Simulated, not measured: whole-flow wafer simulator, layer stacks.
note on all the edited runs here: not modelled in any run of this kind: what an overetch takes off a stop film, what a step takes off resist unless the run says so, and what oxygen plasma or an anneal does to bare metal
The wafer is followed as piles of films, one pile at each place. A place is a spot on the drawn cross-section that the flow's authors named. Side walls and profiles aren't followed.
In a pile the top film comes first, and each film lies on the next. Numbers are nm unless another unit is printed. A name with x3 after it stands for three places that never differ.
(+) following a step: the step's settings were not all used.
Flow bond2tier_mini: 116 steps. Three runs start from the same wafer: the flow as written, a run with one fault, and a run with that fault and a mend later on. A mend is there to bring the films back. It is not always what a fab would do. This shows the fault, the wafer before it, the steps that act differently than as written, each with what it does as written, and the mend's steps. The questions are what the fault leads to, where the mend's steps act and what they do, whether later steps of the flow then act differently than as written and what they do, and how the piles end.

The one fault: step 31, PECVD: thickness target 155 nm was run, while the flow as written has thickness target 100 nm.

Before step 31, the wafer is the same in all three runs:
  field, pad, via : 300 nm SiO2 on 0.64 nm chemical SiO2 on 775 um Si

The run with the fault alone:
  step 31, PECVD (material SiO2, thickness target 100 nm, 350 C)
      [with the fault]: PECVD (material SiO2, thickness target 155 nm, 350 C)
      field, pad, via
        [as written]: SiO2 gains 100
        [with the fault]: SiO2 gains 155
  Every later step of the flow that is run acts as written at every place that is followed.
  By the end, the piles at field, pad depart from the flow's by more than 2% or 0.5 nm, whichever is larger.
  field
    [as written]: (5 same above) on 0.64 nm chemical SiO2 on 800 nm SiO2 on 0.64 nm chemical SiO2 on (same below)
    [with the fault]: (5 same above) on 0.64 nm chemical SiO2 on 855 nm SiO2 on 0.64 nm chemical SiO2 on (same below)
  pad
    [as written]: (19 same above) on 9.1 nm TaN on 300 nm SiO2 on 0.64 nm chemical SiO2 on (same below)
    [with the fault]: (19 same above) on 9.1 nm TaN on 355 nm SiO2 on 0.64 nm chemical SiO2 on (same below)

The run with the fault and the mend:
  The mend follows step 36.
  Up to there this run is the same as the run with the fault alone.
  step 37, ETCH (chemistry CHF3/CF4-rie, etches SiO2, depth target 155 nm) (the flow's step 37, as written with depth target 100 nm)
      pad, via
        SiO2 loses 155
      field
        KrF resist loses 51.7
  Steps later in the flow that act otherwise than as written (1 other step is not shown; it differs only slightly, by no more than 2% or 0.5 nm, whichever is larger):
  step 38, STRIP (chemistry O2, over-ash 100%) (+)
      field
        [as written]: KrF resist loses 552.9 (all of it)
        [with the mend]: KrF resist loses 534.6 (all of it)
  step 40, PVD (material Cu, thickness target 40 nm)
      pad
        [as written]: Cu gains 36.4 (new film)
        [with the mend]: Cu gains 34.6 (new film)
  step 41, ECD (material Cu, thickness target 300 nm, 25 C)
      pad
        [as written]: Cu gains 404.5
        [with the mend]: Cu gains 461.8
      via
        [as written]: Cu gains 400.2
        [with the mend]: Cu gains 455.6
  By the end, the piles at field, pad depart from the flow's by more than 2% or 0.5 nm, whichever is larger.
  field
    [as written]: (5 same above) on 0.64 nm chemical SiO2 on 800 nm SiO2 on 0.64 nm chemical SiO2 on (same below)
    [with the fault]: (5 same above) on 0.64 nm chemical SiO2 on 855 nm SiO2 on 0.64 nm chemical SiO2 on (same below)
    [with the mend]: (5 same above) on 0.64 nm chemical SiO2 on 855 nm SiO2 on 0.64 nm chemical SiO2 on (same below)
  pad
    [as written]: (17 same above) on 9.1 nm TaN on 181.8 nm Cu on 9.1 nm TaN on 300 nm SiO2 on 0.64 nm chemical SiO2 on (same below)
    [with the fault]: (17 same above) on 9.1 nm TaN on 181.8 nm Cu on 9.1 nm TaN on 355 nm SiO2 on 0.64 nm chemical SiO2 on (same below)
    [with the mend]: (17 same above) on 9.1 nm TaN on 237.3 nm Cu on 8.64 nm TaN on 300 nm SiO2 on 0.64 nm chemical SiO2 on (same below)
